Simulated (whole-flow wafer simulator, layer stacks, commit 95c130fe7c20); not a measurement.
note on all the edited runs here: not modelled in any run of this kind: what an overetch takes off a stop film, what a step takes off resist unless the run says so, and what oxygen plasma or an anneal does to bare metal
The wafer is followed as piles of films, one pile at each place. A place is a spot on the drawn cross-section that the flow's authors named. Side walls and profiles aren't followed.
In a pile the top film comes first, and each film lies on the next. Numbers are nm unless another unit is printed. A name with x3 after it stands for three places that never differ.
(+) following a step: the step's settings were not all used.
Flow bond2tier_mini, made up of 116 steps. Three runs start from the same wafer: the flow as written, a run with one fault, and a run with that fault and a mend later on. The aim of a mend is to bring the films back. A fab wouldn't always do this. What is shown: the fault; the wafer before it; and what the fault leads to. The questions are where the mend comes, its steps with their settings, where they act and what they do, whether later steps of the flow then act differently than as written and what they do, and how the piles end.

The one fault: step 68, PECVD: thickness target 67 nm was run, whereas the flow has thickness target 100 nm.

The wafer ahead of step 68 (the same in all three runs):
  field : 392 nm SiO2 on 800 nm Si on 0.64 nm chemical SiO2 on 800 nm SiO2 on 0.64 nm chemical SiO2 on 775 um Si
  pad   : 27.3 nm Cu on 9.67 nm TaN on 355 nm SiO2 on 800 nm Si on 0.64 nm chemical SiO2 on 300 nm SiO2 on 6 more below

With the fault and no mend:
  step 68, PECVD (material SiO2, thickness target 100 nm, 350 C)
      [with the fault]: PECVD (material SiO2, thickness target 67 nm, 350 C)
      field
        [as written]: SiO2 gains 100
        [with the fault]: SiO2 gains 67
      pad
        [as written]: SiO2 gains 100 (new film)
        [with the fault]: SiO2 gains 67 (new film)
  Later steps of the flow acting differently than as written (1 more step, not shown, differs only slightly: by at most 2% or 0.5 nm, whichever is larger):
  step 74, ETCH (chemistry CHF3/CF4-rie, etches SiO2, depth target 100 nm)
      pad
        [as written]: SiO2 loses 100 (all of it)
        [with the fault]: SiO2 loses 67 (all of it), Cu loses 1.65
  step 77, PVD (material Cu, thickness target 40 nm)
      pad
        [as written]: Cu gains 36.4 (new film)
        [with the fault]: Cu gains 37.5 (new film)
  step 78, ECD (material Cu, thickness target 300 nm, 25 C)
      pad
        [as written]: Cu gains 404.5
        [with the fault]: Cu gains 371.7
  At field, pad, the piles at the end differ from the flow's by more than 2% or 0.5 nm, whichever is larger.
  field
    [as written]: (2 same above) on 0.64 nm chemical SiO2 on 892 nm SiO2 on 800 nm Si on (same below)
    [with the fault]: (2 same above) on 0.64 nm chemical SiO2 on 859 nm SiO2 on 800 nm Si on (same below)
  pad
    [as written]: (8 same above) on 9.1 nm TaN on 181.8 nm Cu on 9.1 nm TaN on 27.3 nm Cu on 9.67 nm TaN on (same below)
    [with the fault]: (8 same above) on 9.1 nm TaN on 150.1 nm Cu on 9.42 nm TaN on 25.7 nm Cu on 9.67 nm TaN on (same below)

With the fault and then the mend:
  After step 73 comes the mend.
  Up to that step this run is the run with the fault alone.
  step 73a, STRIP (chemistry O2, over-ash 100%) (+)
      field
        KrF resist loses 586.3 (all of it)
  step 73b, PECVD (material SiO2, thickness target 33 nm, 350 C) (a further turn of the flow's step 68, with different settings)
      field, pad
        SiO2 gains 33
  step 73c, COAT (KrF resist, thickness 600 nm) (a further turn of the flow's step 69)
      field, pad
        KrF resist gains 600 (new film)
  step 73d, SOFTBAKE (KrF resist) (a further turn of the flow's step 70)
      leaves every film unchanged at each place that is followed
  step 73e, EXPOSE (photomask T2PAD, NA 0.6) (a further turn of the flow's step 71)
      leaves every film unchanged at each place that is followed
  step 73f, PEB (KrF resist) (a further turn of the flow's step 72)
      leaves every film unchanged at each place that is followed
  step 73g, DEVELOP (developer TMAH-0.26N, 60 s) (a further turn of the flow's step 73)
      field
        KrF resist loses 13.7
      pad
        KrF resist loses 600 (all of it)
  Later steps of the flow that are run all act as written at every place that is followed.
  At every place that both follow, the piles at the end match the flow's.
